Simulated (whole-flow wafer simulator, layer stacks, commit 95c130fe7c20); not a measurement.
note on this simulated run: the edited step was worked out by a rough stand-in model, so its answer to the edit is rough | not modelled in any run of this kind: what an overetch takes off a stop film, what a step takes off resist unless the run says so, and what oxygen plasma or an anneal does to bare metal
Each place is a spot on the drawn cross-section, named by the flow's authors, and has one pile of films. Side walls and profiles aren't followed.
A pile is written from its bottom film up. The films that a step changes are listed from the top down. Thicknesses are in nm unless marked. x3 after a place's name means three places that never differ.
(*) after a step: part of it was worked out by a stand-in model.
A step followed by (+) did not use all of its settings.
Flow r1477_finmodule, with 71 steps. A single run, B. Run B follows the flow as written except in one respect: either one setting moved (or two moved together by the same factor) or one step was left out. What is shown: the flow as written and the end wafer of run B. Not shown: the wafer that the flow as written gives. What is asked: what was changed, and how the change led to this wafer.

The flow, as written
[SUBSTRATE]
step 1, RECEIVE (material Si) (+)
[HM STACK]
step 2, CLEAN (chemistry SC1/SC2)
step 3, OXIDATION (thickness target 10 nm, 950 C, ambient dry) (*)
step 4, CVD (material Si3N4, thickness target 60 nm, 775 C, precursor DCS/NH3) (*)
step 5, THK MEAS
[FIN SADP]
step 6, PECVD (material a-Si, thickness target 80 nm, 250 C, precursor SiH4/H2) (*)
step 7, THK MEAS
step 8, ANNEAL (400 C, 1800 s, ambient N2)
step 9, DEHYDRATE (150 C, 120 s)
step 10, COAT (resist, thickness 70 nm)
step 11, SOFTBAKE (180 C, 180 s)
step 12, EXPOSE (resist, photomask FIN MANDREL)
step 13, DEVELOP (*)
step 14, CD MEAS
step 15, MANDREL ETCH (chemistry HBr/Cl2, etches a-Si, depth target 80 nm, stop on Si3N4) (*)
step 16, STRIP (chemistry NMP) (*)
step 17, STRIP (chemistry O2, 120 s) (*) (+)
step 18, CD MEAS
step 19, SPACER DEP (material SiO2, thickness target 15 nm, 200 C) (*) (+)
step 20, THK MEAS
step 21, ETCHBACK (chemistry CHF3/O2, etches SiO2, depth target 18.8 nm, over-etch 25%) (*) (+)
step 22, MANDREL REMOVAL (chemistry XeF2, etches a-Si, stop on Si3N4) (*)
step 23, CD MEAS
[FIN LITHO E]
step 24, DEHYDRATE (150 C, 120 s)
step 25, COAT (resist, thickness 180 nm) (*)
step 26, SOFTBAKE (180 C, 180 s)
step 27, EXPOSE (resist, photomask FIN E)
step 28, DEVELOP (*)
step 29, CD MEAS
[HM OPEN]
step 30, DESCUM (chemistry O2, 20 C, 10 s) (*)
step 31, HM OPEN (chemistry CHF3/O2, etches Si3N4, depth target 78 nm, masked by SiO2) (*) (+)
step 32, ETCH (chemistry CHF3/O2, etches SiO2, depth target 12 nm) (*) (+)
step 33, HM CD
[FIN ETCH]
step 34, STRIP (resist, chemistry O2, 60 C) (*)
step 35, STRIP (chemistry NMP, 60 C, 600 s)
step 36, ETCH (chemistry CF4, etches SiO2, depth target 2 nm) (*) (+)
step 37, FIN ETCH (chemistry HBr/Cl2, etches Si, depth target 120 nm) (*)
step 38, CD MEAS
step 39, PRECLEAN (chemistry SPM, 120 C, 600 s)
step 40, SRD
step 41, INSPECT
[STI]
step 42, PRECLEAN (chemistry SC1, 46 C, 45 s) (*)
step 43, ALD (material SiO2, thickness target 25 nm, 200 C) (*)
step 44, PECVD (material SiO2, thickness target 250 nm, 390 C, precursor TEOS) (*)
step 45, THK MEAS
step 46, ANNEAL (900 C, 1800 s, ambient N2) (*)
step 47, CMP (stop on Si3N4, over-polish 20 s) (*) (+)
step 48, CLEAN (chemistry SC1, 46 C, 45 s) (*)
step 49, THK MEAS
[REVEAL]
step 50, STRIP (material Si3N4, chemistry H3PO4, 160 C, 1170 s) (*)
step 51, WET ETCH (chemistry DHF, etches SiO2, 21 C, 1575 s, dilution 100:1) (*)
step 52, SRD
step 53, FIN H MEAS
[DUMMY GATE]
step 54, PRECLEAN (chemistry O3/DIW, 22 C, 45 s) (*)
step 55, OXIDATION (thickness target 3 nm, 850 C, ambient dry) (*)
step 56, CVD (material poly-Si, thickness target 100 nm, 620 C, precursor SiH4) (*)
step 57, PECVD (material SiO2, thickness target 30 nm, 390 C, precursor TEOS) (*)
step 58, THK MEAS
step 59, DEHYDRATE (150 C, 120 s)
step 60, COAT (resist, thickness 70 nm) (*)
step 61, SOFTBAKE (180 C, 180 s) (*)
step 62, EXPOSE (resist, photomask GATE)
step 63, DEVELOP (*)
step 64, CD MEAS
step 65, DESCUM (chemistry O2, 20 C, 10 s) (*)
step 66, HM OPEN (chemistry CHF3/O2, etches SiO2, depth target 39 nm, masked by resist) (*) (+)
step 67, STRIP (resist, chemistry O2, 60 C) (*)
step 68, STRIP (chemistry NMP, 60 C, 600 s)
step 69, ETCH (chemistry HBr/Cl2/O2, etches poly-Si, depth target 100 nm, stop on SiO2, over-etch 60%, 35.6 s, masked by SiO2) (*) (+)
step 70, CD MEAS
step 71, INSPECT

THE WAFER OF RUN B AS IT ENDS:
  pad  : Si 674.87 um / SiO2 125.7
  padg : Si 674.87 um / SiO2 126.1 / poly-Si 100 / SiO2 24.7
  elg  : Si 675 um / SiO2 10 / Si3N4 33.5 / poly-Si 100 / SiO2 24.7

What caused this: step 51, WET ETCH: 1154 s was run, whereas the flow has 1575 s.

The path from the change to this, step by step:
  step 51, WET ETCH (chemistry DHF, etches SiO2, 21 C, 1575 s, dilution 100:1) (*)
      pad, padg, e40sg and 12 more: SiO2 loses 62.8 (as written it would have been: SiO2 loses 85.7)
      elg, e40lg, e100lg, e200lg, elo, e40lo, e100lo, e200lo: SiO2 loses 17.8 (all of it), Si3N4 loses 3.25 (as written it would have been: SiO2 loses 17.8 (all of it), Si3N4 loses 4.97)
      (also at 7 further places)
  step 56, CVD (material poly-Si, thickness target 100 nm, 620 C, precursor SiH4) (*)
      s40cg, s40co: poly-Si gains 100 (new film) (as written it would have been: poly-Si gains 113.9 (new film))
      s45cg, s45co: poly-Si gains 100 (new film) (as written it would have been: poly-Si gains 113.4 (new film))
      (also at 3 further places)
  step 60, COAT (resist, thickness 70 nm) (*)
      e40sg, eso, e40so: resist gains 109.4 (new film) (as written it would have been: resist gains 129.5 (new film))
      e100sg, e100so: resist gains 109.3 (new film) (as written it would have been: resist gains 129.4 (new film))
      (also at 20 further places)
  step 63, DEVELOP (*)
      eso, e40so: resist loses 109.4 (all of it) (as written it would have been: resist loses 129.5 (all of it))
      e100so: resist loses 109.3 (all of it) (as written it would have been: resist loses 129.4 (all of it))
      (also at 10 further places)
  step 67, STRIP (resist, chemistry O2, 60 C) (*)
      e40lg, e100lg, e200lg: resist loses 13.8 (all of it) (as written it would have been: resist loses 12.8 (all of it))
      e40sg: resist loses 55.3 (all of it) (as written it would have been: resist loses 75.4 (all of it))
      (also at 11 further places)
  step 69, ETCH (chemistry HBr/Cl2/O2, etches poly-Si, depth target 100 nm, stop on SiO2, over-etch 60%, 35.6 s, masked by SiO2) (*) (+)
      s40co: chemical SiO2 loses 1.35 (all of it), poly-Si loses 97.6 (all of it), SiO2 loses 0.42 (as written it would have been: chemical SiO2 loses 1.46 (all of it), poly-Si loses 111.5 (all of it), SiO2 loses 0.24)
      s45co: chemical SiO2 loses 1.35 (all of it), poly-Si loses 97.6 (all of it), SiO2 loses 0.42 (as written it would have been: chemical SiO2 loses 1.46 (all of it), poly-Si loses 110.9 (all of it), SiO2 loses 0.25)
      (also at 1 further place)
